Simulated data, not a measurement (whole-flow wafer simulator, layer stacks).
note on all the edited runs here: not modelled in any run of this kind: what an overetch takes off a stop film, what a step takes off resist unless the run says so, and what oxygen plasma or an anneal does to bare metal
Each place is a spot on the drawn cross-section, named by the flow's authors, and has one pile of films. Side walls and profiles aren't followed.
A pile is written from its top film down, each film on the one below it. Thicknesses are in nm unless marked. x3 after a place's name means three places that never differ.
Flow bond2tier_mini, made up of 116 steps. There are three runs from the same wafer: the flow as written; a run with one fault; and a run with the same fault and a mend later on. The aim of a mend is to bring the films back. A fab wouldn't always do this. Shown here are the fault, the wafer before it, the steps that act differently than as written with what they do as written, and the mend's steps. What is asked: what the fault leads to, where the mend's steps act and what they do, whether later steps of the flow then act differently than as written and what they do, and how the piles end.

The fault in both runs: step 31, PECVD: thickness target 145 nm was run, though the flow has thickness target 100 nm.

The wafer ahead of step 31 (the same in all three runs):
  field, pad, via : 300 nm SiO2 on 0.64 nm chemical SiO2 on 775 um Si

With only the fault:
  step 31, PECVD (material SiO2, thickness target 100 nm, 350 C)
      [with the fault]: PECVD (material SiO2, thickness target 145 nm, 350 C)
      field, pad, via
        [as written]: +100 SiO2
        [with the fault]: +145 SiO2
  Every later step of the flow that is run acts as written at every place that is followed.
  The piles end different from the flow's at field, pad by more than 2% or 0.5 nm, whichever is larger.
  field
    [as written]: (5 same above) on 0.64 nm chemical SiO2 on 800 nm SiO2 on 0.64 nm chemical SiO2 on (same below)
    [with the fault]: (5 same above) on 0.64 nm chemical SiO2 on 845 nm SiO2 on 0.64 nm chemical SiO2 on (same below)
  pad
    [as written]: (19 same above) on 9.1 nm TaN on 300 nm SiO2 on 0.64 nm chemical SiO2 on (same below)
    [with the fault]: (19 same above) on 9.1 nm TaN on 345 nm SiO2 on 0.64 nm chemical SiO2 on (same below)

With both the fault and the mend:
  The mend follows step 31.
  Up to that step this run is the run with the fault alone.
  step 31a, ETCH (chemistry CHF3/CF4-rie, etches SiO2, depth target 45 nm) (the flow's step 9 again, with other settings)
      field, pad, via
        -45 SiO2
  Every later step of the flow that is run acts as written at every place that is followed.
  By the end, the piles equal the flow's at every place that both follow.
